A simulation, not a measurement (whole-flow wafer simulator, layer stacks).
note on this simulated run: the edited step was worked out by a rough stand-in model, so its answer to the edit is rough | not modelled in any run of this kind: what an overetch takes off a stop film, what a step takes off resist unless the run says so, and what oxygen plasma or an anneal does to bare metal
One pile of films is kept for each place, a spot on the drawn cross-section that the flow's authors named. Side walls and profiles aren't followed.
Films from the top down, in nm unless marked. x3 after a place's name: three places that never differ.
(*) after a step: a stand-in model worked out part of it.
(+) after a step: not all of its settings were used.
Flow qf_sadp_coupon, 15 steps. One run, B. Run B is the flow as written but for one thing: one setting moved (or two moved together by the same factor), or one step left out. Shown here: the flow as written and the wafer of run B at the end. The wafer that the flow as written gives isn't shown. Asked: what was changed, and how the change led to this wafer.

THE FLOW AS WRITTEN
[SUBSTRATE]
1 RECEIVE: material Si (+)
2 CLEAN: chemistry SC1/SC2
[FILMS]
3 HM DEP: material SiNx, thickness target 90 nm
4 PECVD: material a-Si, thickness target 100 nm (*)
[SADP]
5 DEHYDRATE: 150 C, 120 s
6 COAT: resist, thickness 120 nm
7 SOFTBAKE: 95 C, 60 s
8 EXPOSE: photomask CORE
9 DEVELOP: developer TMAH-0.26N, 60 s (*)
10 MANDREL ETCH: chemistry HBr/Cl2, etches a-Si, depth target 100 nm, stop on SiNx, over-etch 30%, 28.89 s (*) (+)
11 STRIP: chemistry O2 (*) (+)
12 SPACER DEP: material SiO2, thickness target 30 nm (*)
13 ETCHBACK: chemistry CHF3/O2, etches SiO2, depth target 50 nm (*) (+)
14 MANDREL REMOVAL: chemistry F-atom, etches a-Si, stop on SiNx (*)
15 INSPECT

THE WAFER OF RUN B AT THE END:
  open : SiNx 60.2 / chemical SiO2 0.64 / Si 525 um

The cause: step 4, PECVD: thickness target 55 nm was run, where the flow has thickness target 100 nm.

How the change led to this, step by step:
  4 PECVD: material a-Si, thickness target 100 nm (*)
      m, open: a-Si +55 (new film) (as written it would be: a-Si +100 (new film))
  10 MANDREL ETCH: chemistry HBr/Cl2, etches a-Si, depth target 100 nm, stop on SiNx, over-etch 30%, 28.89 s (*) (+)
      open: a-Si -55 (all of it), SiNx -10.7 (as written it would be: a-Si -100 (all of it), SiNx -4.29)
  14 MANDREL REMOVAL: chemistry F-atom, etches a-Si, stop on SiNx (*)
      m: a-Si -50.8 (all of it) (as written it would be: a-Si -95.8 (all of it))
